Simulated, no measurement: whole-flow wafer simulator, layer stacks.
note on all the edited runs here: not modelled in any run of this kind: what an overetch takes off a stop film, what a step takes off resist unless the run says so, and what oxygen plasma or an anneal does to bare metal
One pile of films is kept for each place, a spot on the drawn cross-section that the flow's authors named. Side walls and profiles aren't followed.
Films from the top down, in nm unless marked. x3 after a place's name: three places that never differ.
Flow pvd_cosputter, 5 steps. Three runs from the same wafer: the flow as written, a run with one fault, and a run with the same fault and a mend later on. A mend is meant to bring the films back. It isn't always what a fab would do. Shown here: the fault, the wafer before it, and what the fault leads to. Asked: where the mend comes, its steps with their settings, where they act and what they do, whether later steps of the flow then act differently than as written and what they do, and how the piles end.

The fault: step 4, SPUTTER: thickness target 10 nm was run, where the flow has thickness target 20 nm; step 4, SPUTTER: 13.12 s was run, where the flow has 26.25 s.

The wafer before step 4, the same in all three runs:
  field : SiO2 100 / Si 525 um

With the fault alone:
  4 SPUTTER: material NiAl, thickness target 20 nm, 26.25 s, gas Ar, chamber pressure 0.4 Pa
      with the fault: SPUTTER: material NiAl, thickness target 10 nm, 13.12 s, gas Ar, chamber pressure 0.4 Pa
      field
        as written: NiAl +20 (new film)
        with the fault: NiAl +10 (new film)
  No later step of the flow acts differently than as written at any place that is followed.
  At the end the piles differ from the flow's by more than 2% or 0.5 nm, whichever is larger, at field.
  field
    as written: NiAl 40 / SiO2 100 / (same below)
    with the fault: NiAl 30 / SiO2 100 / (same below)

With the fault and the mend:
  The mend comes after step 4.
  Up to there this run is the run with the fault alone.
  4a SPUTTER: material NiAl, thickness target 10 nm, 13.12 s, gas Ar, chamber pressure 0.4 Pa (the flow's step 4 once more, with other settings)
      field
        NiAl +10
  No later step of the flow acts differently than as written at any place that is followed.
  At the end the piles are the same as the flow's at every place that both follow.
